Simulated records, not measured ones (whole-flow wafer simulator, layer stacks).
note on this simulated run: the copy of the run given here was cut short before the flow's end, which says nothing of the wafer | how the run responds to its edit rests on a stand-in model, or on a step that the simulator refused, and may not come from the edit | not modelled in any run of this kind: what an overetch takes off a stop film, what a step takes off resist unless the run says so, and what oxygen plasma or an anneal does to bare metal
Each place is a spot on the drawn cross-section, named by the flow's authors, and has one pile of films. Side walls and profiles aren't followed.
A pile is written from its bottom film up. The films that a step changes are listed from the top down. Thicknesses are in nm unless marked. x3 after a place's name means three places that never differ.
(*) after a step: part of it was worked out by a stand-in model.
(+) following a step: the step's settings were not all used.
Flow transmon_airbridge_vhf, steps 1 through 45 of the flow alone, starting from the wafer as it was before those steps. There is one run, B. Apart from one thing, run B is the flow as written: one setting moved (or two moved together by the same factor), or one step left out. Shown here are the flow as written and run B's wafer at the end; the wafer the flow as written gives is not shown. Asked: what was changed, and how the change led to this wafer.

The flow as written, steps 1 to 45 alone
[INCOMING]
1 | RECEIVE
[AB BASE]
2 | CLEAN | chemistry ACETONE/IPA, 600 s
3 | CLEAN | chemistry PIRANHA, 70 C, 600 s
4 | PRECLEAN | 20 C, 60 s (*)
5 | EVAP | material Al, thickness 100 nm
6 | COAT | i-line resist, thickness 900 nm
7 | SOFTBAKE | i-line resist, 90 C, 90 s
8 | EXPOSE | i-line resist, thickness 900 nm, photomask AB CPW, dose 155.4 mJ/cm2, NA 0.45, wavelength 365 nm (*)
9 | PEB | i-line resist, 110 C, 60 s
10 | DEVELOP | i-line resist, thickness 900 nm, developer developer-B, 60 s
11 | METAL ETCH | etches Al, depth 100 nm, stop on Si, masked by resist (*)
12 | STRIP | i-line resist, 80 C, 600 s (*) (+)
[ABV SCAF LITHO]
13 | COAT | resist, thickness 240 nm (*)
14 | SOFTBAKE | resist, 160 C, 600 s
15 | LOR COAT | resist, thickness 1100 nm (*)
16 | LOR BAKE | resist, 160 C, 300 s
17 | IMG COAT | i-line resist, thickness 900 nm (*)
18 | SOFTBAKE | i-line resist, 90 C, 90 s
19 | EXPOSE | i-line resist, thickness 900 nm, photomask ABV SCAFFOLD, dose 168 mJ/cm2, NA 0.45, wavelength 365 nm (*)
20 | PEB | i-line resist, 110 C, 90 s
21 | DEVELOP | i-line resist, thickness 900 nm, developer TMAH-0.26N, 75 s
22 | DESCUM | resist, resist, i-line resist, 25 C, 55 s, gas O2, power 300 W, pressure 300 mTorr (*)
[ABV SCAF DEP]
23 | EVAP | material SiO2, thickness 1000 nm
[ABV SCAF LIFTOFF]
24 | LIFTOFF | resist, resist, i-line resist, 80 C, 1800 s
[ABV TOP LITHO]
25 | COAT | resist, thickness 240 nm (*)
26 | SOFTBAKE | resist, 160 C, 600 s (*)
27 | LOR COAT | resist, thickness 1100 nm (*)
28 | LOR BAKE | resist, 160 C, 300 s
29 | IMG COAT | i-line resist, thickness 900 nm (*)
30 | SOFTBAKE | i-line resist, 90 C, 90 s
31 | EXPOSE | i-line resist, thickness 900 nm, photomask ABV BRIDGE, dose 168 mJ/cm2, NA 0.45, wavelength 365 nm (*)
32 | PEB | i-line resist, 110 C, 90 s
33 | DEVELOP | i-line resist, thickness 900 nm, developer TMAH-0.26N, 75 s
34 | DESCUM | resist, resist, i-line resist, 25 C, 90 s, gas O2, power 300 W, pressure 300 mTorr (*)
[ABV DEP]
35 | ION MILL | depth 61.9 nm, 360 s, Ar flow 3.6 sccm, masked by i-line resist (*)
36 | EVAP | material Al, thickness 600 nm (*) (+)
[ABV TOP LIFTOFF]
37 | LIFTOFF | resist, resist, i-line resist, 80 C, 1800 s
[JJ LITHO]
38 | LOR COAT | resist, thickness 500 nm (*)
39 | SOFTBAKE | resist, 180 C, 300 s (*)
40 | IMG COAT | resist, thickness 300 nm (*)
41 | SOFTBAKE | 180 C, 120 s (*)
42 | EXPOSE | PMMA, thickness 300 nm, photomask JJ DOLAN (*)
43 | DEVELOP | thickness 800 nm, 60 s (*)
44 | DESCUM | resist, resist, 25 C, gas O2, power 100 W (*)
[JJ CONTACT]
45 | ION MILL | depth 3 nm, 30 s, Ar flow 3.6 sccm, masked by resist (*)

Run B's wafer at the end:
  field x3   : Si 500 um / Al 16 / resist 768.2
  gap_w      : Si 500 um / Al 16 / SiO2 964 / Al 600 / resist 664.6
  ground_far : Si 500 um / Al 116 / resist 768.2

Cause: step 5, EVAP: thickness 116 nm was run, whereas the flow has thickness 100 nm.
One can read it off the wafer: ground_far has Al 116, and step 5 as written asks for 100 nm.

The path from the change to this, step by step:
  5 | EVAP | material Al, thickness 100 nm
      field x3, jj_line, ground_far and 12 more: +116 Al (new film) (it would be, as written: +100 Al (new film))
  11 | METAL ETCH | etches Al, depth 100 nm, stop on Si, masked by resist (*)
      field x3, jj_line, gap_w, gap_e: -100 Al (it would be, as written: -100 Al (all of it))
  45 | ION MILL | depth 3 nm, 30 s, Ar flow 3.6 sccm, masked by resist (*)
      jj_line: -16 Al (all of it), -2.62 Si (it would be, as written: -11.6 Si)
Taking metal films that touch as one body, field x3 has 1 body; the flow as written gives 0 bodies.
Taking metal films that touch as one body, gap_w has 2 bodies (between them, from the top down: SiO2 964); the flow as written gives 1 body.
